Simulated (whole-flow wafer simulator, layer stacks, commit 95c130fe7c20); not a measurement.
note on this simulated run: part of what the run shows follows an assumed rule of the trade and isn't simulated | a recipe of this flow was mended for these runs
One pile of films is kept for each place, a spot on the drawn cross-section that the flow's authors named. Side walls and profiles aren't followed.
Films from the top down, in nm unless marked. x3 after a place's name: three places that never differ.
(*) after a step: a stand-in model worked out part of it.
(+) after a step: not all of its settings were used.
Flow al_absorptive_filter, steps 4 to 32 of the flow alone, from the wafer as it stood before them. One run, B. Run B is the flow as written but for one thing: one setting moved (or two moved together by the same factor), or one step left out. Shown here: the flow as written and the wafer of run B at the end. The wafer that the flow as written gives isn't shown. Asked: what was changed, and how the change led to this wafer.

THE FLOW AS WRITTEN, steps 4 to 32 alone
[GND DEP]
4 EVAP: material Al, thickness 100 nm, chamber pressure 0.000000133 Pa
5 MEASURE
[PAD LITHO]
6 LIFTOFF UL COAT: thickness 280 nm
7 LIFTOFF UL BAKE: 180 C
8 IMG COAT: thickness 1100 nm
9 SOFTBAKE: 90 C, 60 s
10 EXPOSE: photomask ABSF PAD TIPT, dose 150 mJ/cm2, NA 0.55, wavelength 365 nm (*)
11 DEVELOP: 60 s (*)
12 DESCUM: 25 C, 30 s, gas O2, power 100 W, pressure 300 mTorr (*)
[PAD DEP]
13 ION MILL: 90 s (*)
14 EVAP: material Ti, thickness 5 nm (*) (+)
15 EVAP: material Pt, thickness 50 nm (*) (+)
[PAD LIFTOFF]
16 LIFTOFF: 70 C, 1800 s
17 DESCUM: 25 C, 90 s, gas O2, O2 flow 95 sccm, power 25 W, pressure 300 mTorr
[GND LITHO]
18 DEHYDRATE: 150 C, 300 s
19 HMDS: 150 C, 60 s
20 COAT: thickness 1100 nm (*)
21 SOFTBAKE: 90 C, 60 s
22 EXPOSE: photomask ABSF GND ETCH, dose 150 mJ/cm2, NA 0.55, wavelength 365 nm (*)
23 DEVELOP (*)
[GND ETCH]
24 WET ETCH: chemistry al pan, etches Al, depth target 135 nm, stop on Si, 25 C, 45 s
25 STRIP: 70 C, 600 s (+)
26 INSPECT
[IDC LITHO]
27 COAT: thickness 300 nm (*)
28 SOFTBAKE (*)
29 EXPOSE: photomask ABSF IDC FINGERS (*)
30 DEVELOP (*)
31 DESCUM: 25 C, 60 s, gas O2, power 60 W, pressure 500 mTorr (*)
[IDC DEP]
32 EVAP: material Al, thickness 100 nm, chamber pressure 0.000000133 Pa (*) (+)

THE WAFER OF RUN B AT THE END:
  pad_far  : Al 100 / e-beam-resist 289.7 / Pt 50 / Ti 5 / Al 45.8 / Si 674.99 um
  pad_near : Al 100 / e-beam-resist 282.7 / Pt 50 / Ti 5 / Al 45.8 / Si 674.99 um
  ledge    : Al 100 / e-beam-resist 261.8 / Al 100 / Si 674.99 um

The cause: step 13, ION MILL: 122 s was run, where the flow has 90 s.

How the change led to this, step by step:
  13 ION MILL: 90 s (*)
      gnd, ledge, res, xa_field x4, xl_gap, xl_turn, idc_field x2, idc_line: i-line-resist -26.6 (as written it would be: i-line-resist -19.6)
      pad_far, pad_near: Al -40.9 (as written it would be: Al -30.2)
